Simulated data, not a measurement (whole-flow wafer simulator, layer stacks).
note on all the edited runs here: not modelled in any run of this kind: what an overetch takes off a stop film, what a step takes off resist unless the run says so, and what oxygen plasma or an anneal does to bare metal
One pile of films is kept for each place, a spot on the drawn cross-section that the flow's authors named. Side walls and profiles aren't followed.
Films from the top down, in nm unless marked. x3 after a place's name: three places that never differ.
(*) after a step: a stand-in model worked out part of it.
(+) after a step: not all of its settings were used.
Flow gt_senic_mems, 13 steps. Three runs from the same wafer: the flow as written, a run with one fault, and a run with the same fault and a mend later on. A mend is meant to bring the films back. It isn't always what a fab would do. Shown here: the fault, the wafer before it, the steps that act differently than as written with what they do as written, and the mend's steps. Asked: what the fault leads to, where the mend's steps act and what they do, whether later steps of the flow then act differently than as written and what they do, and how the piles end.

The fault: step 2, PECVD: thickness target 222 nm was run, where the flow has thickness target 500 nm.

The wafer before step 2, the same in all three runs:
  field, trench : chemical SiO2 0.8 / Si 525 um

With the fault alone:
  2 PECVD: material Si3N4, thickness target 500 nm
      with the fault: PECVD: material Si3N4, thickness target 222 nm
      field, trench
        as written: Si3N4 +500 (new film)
        with the fault: Si3N4 +222 (new film)
  Later steps of the flow that act differently than as written (2 more steps differ only slightly, by at most 2% or 0.5 nm, whichever is larger, and aren't shown):
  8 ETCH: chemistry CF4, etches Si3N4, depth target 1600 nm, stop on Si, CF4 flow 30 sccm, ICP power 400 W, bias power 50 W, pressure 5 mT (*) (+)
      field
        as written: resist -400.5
        with the fault: resist -215.2
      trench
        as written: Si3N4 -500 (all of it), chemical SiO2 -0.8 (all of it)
        with the fault: Si3N4 -222 (all of it), chemical SiO2 -0.8 (all of it)
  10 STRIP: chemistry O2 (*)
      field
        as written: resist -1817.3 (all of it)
        with the fault: resist -2002.6 (all of it)
  At the end the piles differ from the flow's by more than 2% or 0.5 nm, whichever is larger, at field.
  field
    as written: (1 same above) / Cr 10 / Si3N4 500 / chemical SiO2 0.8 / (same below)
    with the fault: (1 same above) / Cr 10 / Si3N4 222 / chemical SiO2 0.8 / (same below)

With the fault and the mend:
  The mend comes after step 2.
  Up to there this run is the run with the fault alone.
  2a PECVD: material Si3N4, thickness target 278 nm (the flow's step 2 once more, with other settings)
      field, trench
        Si3N4 +278
  No later step of the flow acts differently than as written at any place that is followed.
  At the end the piles are the same as the flow's at every place that both follow.
